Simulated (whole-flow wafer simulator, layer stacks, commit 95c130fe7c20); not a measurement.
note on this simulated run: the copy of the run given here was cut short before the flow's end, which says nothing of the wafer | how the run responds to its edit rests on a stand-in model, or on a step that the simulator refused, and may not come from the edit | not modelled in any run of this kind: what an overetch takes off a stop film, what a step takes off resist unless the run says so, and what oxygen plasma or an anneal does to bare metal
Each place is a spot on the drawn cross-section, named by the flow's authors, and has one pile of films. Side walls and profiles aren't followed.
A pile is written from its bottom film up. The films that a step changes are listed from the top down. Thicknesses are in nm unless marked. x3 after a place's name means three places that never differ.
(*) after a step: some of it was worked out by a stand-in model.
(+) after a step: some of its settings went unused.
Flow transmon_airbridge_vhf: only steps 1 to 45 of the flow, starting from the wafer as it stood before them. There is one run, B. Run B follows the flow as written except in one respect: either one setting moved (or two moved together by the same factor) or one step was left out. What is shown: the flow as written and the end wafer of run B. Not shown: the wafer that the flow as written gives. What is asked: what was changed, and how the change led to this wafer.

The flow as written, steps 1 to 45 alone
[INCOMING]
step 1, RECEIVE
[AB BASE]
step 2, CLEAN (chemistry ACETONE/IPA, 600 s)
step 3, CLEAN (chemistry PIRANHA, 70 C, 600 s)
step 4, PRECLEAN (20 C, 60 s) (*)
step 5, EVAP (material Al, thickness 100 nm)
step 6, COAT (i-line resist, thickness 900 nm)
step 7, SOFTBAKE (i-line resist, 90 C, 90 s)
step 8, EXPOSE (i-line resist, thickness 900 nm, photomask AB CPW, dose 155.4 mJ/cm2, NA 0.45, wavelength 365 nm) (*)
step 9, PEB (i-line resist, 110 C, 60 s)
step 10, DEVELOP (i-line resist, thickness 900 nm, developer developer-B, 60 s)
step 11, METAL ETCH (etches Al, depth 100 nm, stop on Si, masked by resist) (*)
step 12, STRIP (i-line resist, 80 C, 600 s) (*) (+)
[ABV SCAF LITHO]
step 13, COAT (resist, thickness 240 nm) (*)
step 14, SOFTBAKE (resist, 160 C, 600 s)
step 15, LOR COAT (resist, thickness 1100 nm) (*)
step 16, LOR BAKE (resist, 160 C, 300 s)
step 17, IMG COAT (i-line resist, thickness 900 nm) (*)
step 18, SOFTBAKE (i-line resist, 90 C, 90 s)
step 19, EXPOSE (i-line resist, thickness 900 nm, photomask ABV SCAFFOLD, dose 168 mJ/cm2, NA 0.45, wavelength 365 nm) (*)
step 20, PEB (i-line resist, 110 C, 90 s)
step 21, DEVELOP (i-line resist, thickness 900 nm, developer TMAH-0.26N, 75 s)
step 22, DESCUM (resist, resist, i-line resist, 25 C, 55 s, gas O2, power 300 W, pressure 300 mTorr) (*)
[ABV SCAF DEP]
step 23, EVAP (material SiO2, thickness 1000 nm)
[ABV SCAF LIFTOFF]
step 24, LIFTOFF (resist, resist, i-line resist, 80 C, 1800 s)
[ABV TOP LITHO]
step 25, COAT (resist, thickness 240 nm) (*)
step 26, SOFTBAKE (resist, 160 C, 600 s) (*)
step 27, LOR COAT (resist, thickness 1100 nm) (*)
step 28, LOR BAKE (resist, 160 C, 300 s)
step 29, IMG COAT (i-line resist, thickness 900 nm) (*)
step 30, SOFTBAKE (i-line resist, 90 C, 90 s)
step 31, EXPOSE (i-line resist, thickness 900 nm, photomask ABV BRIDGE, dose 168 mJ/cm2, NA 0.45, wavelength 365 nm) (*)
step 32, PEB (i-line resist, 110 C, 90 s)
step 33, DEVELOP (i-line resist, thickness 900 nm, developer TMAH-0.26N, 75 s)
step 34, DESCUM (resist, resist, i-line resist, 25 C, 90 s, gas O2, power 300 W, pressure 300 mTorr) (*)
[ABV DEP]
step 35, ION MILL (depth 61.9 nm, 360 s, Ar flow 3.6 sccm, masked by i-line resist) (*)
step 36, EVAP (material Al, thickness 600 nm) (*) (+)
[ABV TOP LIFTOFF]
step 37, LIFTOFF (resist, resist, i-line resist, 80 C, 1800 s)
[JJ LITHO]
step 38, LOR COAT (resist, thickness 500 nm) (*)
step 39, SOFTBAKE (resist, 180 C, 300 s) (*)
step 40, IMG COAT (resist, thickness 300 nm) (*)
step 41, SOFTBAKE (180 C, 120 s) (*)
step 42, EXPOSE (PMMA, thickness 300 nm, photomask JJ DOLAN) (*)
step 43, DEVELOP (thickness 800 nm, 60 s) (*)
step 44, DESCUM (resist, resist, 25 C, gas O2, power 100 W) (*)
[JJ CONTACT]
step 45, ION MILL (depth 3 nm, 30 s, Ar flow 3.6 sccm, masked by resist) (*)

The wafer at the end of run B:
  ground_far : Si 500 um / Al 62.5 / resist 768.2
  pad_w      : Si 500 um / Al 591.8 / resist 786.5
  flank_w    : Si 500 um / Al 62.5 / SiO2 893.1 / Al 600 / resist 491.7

Cause: step 5, EVAP: thickness 62.5 nm was run, whereas the flow has thickness 100 nm.
The wafer itself shows it: ground_far has Al 62.5, and step 5 as written asks for 100 nm.

How this came from the change, step by step:
  step 5, EVAP (material Al, thickness 100 nm)
      field x3, jj_line, ground_far and 12 more: +62.5 Al (new film) (it would be, as written: +100 Al (new film))
  step 11, METAL ETCH (etches Al, depth 100 nm, stop on Si, masked by resist) (*)
      ground_far, pad_w, flank_w and 8 more: -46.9 i-line resist (it would be, as written: -50 i-line resist)
      field x3, jj_line, gap_w, gap_e: -62.5 Al (all of it) (it would be, as written: -100 Al (all of it))
  step 13, COAT (resist, thickness 240 nm) (*)
      flank_w, flank_e: +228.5 resist (new film) (it would be, as written: +222.3 resist (new film))
  step 22, DESCUM (resist, resist, i-line resist, 25 C, 55 s, gas O2, power 300 W, pressure 300 mTorr) (*)
      flank_w, flank_e: -228.5 resist (all of it) (it would be, as written: -222.3 resist (all of it))
  step 25, COAT (resist, thickness 240 nm) (*)
      flank_w, flank_e: +156.8 resist (new film) (it would be, as written: +152.6 resist (new film))
  step 34, DESCUM (resist, resist, i-line resist, 25 C, 90 s, gas O2, power 300 W, pressure 300 mTorr) (*)
      flank_w, flank_e: -156.8 resist (all of it) (it would be, as written: -152.6 resist (all of it))
  step 40, IMG COAT (resist, thickness 300 nm) (*)
      flank_w, flank_e: +218 resist (it would be, as written: +212.1 resist)
